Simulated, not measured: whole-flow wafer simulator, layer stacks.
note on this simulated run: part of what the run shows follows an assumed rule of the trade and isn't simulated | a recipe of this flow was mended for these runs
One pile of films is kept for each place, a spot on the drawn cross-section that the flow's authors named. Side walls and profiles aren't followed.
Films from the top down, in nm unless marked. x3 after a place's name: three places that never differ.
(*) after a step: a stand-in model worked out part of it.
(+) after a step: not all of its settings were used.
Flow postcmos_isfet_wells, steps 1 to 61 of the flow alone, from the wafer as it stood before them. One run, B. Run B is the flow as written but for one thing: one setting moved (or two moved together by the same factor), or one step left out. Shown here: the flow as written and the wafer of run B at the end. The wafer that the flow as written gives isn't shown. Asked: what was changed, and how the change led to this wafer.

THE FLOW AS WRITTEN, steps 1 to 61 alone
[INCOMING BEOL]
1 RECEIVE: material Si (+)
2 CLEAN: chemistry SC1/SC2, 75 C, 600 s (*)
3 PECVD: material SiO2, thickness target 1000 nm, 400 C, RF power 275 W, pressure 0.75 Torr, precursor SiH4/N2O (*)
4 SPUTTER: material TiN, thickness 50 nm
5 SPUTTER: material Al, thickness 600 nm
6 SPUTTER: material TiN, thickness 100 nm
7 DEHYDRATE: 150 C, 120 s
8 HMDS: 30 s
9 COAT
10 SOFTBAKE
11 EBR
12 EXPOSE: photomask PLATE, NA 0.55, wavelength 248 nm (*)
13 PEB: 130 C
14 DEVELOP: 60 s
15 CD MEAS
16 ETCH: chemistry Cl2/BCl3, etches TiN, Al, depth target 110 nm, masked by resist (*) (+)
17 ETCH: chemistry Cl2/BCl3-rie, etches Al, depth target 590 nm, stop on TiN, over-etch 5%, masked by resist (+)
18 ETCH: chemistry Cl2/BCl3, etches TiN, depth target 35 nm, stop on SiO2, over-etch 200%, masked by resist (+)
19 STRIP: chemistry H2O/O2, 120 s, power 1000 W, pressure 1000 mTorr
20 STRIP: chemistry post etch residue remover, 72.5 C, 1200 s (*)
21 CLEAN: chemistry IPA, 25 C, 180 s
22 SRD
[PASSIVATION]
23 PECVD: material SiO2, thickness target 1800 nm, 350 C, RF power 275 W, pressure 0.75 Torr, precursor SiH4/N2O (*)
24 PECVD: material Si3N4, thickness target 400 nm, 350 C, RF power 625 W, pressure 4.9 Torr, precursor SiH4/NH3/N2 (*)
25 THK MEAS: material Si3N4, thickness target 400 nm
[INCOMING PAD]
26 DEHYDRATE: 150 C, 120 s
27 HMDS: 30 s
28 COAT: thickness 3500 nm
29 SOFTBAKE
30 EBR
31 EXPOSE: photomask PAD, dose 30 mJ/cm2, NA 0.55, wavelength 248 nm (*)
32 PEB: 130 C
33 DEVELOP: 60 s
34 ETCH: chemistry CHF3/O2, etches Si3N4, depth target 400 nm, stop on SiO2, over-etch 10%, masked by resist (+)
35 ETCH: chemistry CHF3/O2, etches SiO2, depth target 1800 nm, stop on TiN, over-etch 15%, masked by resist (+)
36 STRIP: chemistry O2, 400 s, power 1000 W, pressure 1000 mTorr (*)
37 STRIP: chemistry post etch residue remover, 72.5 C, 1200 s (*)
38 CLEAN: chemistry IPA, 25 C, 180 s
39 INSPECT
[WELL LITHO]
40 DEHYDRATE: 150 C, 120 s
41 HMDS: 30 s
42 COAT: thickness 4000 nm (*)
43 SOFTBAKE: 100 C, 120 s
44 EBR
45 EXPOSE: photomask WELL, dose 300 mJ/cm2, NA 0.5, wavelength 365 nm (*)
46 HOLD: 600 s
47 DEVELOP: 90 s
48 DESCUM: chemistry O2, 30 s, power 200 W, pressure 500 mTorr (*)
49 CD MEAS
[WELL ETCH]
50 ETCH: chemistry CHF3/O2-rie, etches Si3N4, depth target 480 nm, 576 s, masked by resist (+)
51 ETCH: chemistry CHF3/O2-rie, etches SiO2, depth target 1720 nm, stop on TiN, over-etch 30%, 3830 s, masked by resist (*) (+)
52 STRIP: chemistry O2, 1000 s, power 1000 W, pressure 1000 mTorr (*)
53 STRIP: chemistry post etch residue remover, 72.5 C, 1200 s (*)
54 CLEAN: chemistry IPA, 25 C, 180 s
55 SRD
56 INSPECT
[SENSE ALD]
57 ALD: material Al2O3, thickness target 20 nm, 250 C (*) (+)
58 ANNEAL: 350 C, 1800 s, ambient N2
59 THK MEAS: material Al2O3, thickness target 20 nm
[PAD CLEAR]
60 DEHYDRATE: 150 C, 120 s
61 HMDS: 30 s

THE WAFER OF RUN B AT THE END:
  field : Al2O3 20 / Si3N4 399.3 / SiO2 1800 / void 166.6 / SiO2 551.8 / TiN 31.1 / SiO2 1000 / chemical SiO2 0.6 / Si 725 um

The cause: step 18, ETCH: chemistry Cl2/BCl3, etches TiN, depth target 35 nm, stop on SiO2, over-etch 200%, masked by resist (+), was left out.

How the change led to this, step by step:
  19 STRIP: chemistry H2O/O2, 120 s, power 1000 W, pressure 1000 mTorr
      margin, well900, well1300, well2000, well3000, pad_rim, pad_clr, pad_open: thick-KrF-resist -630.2 (all of it) (as written it would be: thick-KrF-resist -592.4 (all of it))
  23 PECVD: material SiO2, thickness target 1800 nm, 350 C, RF power 275 W, pressure 0.75 Torr, precursor SiH4/N2O (*)
      field: SiO2 +1800 (new film), void +166.6 (new film), SiO2 +551.8 (new film) (as written it would be: SiO2 +1800 (new film), void +201.1 (new film), SiO2 +563.2)
Counting metal films that touch as one body, field has 1 body; the flow as written gives 0 bodies.
